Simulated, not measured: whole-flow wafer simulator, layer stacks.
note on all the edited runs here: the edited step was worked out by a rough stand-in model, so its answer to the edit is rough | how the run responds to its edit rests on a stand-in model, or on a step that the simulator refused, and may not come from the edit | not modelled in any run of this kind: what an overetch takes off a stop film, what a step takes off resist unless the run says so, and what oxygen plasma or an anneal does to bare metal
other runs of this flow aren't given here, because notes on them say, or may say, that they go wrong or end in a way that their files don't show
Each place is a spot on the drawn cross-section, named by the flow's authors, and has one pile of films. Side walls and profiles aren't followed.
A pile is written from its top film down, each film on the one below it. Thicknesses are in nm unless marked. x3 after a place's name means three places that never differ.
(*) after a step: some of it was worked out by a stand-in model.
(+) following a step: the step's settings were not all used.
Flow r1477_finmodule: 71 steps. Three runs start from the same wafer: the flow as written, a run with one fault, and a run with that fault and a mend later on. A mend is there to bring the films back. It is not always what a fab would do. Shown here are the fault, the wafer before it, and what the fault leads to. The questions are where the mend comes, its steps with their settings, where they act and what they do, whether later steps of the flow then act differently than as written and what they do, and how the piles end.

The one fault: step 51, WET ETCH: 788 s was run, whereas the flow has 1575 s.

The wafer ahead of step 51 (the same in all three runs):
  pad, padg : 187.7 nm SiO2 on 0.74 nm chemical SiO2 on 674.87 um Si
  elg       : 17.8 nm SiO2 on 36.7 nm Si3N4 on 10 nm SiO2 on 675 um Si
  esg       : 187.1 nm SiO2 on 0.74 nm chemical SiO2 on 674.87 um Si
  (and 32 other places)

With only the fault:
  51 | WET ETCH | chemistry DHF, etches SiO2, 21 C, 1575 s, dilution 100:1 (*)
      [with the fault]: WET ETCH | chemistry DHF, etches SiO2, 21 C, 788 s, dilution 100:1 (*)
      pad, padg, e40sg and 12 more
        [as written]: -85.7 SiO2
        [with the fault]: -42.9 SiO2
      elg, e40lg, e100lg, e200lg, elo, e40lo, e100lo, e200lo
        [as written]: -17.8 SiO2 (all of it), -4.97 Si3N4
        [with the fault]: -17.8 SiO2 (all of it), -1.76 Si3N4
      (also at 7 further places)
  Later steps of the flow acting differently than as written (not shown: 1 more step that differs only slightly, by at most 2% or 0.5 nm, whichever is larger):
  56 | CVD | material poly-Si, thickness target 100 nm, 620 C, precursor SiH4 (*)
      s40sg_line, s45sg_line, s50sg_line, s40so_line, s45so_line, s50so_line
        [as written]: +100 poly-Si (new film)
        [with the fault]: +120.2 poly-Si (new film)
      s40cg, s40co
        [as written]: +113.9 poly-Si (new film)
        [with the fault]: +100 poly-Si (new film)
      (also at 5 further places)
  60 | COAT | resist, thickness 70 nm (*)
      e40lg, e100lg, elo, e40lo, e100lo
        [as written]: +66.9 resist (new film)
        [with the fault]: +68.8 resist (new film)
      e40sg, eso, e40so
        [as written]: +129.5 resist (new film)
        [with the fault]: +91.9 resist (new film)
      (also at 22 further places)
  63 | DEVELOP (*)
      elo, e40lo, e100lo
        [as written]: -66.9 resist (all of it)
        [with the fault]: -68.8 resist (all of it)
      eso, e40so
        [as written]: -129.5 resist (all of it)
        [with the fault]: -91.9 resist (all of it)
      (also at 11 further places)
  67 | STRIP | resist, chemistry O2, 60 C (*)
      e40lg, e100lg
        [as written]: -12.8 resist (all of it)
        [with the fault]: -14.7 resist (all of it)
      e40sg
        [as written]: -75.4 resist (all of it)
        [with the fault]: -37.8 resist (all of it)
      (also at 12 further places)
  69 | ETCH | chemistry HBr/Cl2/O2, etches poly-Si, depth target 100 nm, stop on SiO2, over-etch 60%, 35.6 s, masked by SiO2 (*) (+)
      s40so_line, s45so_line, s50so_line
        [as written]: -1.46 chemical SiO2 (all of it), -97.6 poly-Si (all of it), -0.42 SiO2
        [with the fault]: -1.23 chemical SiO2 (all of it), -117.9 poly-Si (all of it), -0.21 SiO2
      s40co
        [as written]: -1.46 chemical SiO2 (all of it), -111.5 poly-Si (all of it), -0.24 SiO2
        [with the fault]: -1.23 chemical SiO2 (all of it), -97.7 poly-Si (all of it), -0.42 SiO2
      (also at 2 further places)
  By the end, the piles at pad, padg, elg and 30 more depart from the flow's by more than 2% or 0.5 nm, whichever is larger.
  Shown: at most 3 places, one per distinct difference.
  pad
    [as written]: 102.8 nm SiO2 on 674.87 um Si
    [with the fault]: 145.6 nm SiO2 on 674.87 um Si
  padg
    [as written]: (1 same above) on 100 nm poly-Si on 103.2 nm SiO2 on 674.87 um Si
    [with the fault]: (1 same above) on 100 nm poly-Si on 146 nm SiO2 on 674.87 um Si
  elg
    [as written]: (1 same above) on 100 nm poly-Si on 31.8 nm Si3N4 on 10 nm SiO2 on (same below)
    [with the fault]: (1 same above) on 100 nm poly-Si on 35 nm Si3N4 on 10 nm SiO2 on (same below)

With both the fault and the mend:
  After step 51 comes the mend.
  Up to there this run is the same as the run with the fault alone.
  51a | WET ETCH | chemistry DHF, etches SiO2, 21 C, 787 s, dilution 100:1 (*) (the flow's step 51 again, with other settings)
      pad, padg, e40sg and 12 more
        -42.8 SiO2
      elg, e40lg, e100lg, e200lg, elo, e40lo, e100lo, e200lo
        -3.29 Si3N4
      esg, s40cg, s45cg, s50cg, s40co, s45co, s50co
        -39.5 SiO2
  Later steps of the flow that are run all act as written at every place that is followed, up to a difference of at most 2% or 0.5 nm, whichever is larger.
  The piles end only slightly different from the flow's at the places that both follow, by no more than 2% or 0.5 nm, whichever is larger.
